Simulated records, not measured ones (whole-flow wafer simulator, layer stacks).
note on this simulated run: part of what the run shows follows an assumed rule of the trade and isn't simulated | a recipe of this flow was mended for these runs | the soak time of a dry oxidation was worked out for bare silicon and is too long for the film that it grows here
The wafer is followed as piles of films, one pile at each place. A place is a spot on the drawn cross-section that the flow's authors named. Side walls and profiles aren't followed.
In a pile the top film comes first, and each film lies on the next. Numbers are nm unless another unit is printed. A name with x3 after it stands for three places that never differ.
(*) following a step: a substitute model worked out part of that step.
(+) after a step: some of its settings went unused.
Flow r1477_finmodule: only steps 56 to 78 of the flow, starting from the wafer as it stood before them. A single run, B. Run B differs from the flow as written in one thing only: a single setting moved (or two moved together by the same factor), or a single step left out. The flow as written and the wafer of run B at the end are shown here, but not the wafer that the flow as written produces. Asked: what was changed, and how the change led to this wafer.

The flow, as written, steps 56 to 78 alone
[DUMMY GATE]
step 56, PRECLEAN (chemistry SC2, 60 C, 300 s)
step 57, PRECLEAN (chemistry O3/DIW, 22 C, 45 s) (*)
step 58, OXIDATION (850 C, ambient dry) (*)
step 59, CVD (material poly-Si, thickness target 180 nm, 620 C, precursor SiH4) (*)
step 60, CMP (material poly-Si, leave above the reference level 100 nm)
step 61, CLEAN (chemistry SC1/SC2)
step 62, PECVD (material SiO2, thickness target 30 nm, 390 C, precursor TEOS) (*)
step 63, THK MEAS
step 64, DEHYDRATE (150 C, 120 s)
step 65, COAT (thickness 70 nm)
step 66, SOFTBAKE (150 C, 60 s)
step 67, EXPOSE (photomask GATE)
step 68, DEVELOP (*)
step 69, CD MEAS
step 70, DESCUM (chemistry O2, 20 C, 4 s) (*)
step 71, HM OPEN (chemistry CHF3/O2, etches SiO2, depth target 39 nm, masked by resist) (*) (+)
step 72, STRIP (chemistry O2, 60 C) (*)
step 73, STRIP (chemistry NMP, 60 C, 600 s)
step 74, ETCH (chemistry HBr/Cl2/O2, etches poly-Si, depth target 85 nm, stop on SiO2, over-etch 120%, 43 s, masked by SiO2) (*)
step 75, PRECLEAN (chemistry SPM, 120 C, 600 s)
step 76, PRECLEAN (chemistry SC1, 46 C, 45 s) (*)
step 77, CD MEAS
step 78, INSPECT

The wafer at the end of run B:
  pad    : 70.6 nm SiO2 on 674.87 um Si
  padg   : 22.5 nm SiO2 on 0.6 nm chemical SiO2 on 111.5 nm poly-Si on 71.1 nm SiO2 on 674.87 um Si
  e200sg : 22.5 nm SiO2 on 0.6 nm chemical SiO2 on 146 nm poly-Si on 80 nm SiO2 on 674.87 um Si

Cause: step 59, CVD: 597 C was run, whereas the flow has 620 C.

The path from the change to this, step by step:
  step 59, CVD (material poly-Si, thickness target 180 nm, 620 C, precursor SiH4) (*)
      esg x6, s40cg x3, eso x6, s40co x3: poly-Si gains 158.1 (new film) (in the flow as written it would be: poly-Si gains 226.3 (new film))
      pad, padg, elg x6, e200lg, elo x6, e200lo: poly-Si gains 111.8 (new film) (in the flow as written it would be: poly-Si gains 180 (new film))
      (as well as at 2 more places)
  step 60, CMP (material poly-Si, leave above the reference level 100 nm)
      pad, padg: nothing (in the flow as written it would be: poly-Si loses 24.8)
      e200sg, e200so: nothing (in the flow as written it would be: poly-Si loses 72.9)
      (as well as at 32 more places)
  step 74, ETCH (chemistry HBr/Cl2/O2, etches poly-Si, depth target 85 nm, stop on SiO2, over-etch 120%, 43 s, masked by SiO2) (*)
      pad: chemical SiO2 loses 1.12 (all of it), poly-Si loses 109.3 (all of it), SiO2 loses 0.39 (in the flow as written it would be: chemical SiO2 loses 1.12 (all of it), poly-Si loses 152.8 (all of it), SiO2 loses 0.17)
